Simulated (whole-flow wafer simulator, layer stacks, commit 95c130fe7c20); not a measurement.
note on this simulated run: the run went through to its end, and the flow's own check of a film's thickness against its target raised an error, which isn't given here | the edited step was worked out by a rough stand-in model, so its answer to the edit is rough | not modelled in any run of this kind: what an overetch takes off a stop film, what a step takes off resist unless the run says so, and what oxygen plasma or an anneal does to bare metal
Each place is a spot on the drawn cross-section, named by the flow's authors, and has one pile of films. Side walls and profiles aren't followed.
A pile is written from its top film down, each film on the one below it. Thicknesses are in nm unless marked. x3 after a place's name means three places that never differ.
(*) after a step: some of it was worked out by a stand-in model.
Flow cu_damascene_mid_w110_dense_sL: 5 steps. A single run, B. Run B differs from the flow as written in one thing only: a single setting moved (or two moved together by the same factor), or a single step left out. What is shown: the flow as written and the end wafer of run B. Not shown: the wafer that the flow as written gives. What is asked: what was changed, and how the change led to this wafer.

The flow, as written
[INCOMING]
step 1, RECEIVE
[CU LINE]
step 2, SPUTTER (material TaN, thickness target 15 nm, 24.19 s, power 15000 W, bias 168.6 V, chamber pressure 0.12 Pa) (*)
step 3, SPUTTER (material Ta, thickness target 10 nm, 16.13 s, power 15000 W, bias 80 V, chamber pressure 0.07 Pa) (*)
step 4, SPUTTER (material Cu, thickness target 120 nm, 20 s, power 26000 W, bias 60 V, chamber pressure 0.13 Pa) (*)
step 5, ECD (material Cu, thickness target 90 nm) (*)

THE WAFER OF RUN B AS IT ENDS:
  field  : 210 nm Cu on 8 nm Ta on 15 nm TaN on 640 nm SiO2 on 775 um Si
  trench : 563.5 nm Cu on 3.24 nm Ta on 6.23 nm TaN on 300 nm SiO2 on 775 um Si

Cause: step 3, SPUTTER: thickness target 8 nm was run, whereas the flow has thickness target 10 nm; step 3, SPUTTER: 12.9 s was run, where the flow has 16.13 s.
One can read it off the wafer: field has Ta 8, and step 3 as written asks for 10 nm.

The path from the change to this, step by step:
  step 3, SPUTTER (material Ta, thickness target 10 nm, 16.13 s, power 15000 W, bias 80 V, chamber pressure 0.07 Pa) (*)
      field: +8 Ta (new film) (in the flow as written it would be: +10 Ta (new film))
      trench: +3.24 Ta (new film) (in the flow as written it would be: +4.05 Ta (new film))
